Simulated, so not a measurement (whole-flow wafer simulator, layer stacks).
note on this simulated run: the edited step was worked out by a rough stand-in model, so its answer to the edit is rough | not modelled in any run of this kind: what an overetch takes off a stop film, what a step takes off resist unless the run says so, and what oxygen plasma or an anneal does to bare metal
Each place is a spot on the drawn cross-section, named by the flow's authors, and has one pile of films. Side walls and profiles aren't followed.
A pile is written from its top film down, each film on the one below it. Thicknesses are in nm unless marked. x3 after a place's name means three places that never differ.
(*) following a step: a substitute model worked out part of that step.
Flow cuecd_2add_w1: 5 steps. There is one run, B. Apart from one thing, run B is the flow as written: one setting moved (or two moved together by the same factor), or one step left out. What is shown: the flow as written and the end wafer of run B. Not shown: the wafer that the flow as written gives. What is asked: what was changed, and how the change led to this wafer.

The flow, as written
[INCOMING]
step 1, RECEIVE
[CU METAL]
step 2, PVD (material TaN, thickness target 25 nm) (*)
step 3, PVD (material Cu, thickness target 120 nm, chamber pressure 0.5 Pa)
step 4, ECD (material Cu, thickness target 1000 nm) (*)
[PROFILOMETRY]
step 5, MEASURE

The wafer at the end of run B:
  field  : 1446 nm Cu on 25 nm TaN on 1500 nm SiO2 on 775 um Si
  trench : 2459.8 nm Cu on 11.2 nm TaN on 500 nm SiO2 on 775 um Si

Cause: step 4, ECD: thickness target 1326 nm was run, whereas the flow has thickness target 1000 nm.

Step by step, how the change led to this:
  step 4, ECD (material Cu, thickness target 1000 nm) (*)
      field: Cu gains 1326 (as written it would have been: Cu gains 1000)
      trench: Cu gains 2406.2 (as written it would have been: Cu gains 2080.2)
